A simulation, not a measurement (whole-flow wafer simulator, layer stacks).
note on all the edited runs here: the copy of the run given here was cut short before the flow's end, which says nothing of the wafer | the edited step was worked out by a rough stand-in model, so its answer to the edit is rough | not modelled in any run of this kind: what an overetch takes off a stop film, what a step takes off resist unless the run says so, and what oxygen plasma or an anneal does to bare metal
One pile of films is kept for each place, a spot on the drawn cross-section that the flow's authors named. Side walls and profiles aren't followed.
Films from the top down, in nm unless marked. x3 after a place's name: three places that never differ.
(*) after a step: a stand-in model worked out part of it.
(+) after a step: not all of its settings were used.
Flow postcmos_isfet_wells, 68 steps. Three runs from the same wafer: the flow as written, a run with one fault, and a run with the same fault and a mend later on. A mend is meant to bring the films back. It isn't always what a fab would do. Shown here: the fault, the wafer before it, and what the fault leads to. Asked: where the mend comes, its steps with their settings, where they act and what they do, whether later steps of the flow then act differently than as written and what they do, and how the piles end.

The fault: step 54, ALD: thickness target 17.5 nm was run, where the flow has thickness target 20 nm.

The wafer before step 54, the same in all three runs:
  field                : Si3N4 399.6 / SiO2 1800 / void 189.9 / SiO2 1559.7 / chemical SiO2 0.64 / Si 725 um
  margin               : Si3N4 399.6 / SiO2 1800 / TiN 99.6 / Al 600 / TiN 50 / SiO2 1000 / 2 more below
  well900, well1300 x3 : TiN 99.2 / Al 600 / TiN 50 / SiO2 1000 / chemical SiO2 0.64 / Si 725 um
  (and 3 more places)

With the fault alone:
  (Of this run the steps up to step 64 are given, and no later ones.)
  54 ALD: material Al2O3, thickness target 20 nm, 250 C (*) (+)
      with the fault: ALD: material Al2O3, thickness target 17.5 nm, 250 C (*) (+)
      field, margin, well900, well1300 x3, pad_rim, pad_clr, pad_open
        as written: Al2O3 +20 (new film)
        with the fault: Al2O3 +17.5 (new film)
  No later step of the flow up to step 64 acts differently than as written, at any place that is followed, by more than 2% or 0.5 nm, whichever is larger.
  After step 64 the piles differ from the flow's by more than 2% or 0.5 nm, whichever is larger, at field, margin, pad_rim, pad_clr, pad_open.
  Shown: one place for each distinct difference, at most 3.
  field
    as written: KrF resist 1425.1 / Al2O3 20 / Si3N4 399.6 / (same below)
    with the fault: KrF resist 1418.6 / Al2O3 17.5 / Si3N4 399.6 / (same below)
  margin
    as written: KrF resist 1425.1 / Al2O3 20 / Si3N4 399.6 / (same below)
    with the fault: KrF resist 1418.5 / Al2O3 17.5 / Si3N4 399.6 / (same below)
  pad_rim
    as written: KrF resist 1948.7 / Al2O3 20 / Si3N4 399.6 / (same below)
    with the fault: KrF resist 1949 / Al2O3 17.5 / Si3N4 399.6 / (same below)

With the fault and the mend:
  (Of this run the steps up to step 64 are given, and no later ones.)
  The mend comes after step 54.
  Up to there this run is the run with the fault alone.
  54a ALD: material Al2O3, thickness target 2.5 nm, 250 C (*) (+) (the flow's step 54 once more, with other settings)
      field, margin, well900, well1300 x3, pad_rim, pad_clr, pad_open
        Al2O3 +2.5
  No later step of the flow up to step 64 acts differently than as written at any place that is followed.
  After step 64 the piles are the same as the flow's at every place that both follow.
